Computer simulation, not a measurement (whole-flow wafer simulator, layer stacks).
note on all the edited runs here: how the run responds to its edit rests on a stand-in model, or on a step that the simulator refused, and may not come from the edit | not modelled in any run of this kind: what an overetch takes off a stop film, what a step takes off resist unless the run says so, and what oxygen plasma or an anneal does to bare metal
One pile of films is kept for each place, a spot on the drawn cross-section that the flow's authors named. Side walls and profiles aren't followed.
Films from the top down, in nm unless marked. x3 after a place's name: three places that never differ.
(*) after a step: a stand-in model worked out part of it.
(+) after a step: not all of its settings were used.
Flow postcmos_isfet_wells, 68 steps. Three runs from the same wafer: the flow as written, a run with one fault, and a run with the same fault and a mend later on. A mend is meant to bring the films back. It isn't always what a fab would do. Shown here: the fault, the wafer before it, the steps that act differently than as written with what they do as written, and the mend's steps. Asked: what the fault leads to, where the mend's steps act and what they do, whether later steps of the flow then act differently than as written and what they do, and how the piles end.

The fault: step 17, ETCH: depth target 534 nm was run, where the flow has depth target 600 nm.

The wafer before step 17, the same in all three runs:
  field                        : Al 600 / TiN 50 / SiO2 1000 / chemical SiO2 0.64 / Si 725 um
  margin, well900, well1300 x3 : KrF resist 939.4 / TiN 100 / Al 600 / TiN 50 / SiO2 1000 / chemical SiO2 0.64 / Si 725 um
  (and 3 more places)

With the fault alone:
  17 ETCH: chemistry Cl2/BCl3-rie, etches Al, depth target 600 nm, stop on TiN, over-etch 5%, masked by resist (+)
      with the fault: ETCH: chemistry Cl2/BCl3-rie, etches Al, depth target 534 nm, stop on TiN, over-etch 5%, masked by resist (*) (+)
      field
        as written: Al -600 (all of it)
        with the fault: Al -534
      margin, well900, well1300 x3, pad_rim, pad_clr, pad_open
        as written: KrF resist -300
        with the fault: KrF resist -267
  Later steps of the flow that act differently than as written (1 more step differs only slightly, by at most 2% or 0.5 nm, whichever is larger, and isn't shown):
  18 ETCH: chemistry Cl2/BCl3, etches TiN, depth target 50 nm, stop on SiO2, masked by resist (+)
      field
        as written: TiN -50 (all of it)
        with the fault: Al -66 (all of it), TiN -22.3
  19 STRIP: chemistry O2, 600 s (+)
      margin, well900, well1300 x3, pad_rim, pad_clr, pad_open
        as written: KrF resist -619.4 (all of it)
        with the fault: KrF resist -652.4 (all of it)
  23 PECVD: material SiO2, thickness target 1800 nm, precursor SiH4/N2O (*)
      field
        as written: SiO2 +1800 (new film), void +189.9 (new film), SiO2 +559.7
        with the fault: SiO2 +1800 (new film), void +169.4 (new film), SiO2 +552.8 (new film)
  At the end the piles differ from the flow's by more than 2% or 0.5 nm, whichever is larger, at field.
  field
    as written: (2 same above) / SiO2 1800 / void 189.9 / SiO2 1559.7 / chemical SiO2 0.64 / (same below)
    with the fault: (2 same above) / SiO2 1800 / void 169.4 / SiO2 552.8 / TiN 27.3 / SiO2 1000 / chemical SiO2 0.64 / (same below)

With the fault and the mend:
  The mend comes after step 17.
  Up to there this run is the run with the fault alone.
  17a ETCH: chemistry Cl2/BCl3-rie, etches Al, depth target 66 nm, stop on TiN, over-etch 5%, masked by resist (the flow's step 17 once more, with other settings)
      margin, well900, well1300 x3, pad_rim, pad_clr, pad_open
        KrF resist -33
      field
        Al -66 (all of it)
  No later step of the flow acts differently than as written at any place that is followed.
  At the end the piles are the same as the flow's at every place that both follow.
